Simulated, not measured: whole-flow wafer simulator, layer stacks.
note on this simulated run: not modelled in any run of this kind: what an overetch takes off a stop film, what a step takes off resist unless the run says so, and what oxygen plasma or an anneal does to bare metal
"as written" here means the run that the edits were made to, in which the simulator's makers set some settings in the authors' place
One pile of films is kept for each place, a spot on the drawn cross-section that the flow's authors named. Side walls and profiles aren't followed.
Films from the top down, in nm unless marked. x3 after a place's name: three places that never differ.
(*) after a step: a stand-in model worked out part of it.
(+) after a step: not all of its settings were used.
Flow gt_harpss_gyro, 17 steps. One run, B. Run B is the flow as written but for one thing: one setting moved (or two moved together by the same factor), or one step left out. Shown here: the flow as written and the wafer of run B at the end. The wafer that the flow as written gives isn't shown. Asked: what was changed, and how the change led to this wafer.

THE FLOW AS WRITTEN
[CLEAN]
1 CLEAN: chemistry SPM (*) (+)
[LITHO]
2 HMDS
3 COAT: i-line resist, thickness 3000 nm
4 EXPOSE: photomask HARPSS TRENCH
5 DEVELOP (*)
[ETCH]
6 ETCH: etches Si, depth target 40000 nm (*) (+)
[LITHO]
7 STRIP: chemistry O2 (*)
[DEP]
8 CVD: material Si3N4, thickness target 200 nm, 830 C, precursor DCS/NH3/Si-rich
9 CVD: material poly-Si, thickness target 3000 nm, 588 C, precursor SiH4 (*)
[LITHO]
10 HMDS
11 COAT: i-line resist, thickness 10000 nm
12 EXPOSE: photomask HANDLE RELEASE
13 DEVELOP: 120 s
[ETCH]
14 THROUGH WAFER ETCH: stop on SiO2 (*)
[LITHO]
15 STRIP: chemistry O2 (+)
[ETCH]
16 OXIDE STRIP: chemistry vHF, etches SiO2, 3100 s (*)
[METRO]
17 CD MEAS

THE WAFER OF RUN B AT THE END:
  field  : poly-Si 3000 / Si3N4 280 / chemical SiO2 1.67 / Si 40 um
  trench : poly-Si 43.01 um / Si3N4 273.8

The cause: step 8, CVD: thickness target 280 nm was run, where the flow has thickness target 200 nm.
It can be read off the wafer: field has Si3N4 280, and step 8 as written asks for 200 nm.

How the change led to this, step by step:
  8 CVD: material Si3N4, thickness target 200 nm, 830 C, precursor DCS/NH3/Si-rich
      field: Si3N4 +280 (new film) (as written it would be: Si3N4 +200 (new film))
      trench: Si3N4 +273.8 (new film) (as written it would be: Si3N4 +195.9 (new film))
